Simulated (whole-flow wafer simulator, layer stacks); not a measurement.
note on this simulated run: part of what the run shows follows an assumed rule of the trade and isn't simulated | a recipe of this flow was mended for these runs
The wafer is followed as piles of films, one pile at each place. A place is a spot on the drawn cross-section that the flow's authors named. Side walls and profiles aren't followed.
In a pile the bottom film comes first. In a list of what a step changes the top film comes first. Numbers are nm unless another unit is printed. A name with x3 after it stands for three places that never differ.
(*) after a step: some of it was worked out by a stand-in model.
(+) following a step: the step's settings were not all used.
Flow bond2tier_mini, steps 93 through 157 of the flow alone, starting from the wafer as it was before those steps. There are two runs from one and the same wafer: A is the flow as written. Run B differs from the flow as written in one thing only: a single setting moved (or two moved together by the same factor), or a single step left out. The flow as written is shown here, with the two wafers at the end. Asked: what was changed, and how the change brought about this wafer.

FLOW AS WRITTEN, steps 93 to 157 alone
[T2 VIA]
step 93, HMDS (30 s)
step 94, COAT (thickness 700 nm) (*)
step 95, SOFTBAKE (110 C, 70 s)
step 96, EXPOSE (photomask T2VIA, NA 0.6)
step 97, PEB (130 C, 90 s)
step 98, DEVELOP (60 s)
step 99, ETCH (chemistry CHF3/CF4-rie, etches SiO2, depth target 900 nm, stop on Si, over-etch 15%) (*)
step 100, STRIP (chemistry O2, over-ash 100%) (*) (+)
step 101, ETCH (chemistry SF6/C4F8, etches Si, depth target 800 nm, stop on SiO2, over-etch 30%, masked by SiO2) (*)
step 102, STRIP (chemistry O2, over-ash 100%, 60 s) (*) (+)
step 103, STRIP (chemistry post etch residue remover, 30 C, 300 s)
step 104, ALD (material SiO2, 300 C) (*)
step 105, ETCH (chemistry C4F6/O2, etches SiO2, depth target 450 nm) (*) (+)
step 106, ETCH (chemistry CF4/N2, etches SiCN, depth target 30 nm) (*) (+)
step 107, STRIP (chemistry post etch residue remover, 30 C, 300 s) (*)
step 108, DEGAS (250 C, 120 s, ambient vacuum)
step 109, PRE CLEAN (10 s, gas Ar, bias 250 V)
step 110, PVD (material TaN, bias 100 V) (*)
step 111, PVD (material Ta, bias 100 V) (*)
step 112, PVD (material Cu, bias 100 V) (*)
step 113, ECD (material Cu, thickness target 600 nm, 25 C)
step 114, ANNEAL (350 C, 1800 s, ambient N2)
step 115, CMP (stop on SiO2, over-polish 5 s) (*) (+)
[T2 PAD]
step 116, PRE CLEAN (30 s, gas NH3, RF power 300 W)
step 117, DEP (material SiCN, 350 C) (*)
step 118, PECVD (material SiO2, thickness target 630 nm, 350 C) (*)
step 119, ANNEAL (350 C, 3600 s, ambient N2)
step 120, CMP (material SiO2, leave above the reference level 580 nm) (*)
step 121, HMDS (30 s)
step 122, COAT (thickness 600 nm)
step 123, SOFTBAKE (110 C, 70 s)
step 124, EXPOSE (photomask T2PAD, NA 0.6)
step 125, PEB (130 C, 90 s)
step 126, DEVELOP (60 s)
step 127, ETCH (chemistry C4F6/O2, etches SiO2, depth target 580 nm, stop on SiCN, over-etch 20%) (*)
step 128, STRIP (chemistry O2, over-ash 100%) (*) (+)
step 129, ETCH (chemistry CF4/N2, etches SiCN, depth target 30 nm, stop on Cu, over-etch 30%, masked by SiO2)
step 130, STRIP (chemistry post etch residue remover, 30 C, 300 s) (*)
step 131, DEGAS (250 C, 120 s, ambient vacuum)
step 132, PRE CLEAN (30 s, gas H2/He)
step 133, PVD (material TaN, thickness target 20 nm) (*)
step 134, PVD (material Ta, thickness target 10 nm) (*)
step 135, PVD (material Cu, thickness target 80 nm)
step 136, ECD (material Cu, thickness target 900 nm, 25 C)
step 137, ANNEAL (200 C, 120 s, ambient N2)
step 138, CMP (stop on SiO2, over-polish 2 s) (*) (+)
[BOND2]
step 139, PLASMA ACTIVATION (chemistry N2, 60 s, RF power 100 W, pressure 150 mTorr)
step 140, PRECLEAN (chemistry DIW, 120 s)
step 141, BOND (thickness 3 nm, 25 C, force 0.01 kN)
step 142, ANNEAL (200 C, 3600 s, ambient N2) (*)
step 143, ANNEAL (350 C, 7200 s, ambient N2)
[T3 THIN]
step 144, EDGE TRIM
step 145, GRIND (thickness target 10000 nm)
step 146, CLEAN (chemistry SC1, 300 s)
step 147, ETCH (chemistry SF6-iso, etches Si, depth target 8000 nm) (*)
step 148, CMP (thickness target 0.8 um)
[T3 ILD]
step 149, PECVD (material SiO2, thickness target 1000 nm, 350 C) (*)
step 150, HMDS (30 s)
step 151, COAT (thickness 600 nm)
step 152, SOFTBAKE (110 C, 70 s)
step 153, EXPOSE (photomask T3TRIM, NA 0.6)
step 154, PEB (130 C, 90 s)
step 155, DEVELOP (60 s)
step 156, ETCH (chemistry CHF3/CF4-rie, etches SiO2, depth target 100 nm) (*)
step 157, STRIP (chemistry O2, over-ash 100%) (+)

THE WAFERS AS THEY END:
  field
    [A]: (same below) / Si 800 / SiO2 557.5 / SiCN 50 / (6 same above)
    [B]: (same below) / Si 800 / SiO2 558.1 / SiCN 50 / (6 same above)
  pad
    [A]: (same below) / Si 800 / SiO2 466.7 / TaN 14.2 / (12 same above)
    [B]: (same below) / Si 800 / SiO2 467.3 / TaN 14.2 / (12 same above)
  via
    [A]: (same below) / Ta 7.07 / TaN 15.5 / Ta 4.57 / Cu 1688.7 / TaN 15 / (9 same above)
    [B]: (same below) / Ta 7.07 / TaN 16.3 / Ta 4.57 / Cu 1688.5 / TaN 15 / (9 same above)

Cause: step 109, PRE CLEAN: bias 190 V was run, though the flow has bias 250 V.

How this came from the change, step by step:
  step 109, PRE CLEAN (10 s, gas Ar, bias 250 V)
      field, pad: A -3 SiO2 | B -2.45 SiO2
      via: A -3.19 TaN | B -2.41 TaN
